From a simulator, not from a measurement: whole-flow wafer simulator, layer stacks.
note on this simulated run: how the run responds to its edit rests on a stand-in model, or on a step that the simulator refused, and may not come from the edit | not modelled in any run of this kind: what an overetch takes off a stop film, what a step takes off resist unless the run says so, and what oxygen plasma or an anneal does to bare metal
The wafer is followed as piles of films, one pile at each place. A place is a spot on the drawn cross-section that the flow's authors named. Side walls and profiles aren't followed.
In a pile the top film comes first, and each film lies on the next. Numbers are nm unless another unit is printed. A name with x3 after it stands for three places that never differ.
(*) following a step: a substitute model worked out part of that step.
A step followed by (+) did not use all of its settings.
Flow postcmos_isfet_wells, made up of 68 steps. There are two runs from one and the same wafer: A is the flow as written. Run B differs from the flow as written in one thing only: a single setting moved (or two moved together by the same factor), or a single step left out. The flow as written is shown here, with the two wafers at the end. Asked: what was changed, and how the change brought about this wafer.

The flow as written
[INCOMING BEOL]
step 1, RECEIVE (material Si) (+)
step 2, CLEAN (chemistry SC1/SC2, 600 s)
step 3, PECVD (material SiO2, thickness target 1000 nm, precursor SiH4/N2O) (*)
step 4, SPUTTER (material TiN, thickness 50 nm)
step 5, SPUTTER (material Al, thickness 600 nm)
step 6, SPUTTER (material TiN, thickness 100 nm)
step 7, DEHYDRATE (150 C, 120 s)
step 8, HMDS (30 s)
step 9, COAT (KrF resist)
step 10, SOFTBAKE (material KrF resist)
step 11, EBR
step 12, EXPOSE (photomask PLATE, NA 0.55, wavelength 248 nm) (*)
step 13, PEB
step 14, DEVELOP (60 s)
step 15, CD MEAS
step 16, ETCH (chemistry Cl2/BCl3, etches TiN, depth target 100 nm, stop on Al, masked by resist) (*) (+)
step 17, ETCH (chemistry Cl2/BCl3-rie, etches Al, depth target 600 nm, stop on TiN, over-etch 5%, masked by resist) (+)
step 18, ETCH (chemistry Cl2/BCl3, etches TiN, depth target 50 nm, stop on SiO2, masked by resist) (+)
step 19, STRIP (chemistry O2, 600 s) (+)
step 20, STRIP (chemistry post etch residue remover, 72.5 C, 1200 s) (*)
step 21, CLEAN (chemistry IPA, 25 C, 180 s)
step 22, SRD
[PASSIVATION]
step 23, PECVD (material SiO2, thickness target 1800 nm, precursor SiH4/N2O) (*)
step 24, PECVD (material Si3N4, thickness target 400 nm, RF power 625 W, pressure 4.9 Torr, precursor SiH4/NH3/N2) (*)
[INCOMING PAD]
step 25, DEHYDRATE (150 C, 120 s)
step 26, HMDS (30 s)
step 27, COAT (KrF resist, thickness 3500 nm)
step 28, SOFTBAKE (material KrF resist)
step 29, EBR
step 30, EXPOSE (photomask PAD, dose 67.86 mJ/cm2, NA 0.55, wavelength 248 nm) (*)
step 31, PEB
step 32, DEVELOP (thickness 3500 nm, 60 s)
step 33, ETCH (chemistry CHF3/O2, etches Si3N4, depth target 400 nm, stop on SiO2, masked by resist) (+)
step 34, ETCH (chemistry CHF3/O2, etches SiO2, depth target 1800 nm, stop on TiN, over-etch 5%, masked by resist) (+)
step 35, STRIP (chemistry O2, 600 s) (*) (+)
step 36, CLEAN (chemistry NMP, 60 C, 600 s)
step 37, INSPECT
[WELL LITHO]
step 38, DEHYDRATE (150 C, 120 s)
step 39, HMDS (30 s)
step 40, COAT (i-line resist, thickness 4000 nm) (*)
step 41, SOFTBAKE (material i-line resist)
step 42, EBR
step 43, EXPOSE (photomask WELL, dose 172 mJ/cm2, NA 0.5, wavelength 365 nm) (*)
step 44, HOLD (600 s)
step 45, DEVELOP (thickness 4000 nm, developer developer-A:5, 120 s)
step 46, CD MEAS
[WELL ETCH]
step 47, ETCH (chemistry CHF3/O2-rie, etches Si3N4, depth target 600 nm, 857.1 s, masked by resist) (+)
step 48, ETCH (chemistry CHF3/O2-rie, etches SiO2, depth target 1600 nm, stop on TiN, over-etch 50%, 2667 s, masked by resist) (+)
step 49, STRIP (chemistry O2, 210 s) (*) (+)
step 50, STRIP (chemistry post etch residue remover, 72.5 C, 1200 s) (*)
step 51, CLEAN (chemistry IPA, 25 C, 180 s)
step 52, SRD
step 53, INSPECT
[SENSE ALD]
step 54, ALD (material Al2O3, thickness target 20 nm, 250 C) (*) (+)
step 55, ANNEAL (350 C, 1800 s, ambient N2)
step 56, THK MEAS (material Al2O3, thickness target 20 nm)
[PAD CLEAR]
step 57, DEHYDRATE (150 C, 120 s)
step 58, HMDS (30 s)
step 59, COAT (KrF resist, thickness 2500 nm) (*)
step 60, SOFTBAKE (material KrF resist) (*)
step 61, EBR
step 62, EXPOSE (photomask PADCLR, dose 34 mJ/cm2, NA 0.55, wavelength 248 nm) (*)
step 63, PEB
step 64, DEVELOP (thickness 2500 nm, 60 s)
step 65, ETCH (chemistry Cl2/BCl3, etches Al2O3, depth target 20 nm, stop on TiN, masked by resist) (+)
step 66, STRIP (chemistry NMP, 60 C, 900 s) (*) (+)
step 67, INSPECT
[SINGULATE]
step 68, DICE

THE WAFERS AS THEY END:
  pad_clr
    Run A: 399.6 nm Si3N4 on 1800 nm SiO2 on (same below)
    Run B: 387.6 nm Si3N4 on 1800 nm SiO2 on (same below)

The reason: step 65, ETCH: depth target 32 nm was run, though the flow has depth target 20 nm.

The path from the change to this, step by step:
  step 65, ETCH (chemistry Cl2/BCl3, etches Al2O3, depth target 20 nm, stop on TiN, masked by resist) (+)
      pad_clr: A Al2O3 loses 20 (all of it) | B Al2O3 loses 20 (all of it), Si3N4 loses 12
      field, margin, pad_rim: A KrF resist loses 25 | B KrF resist loses 40
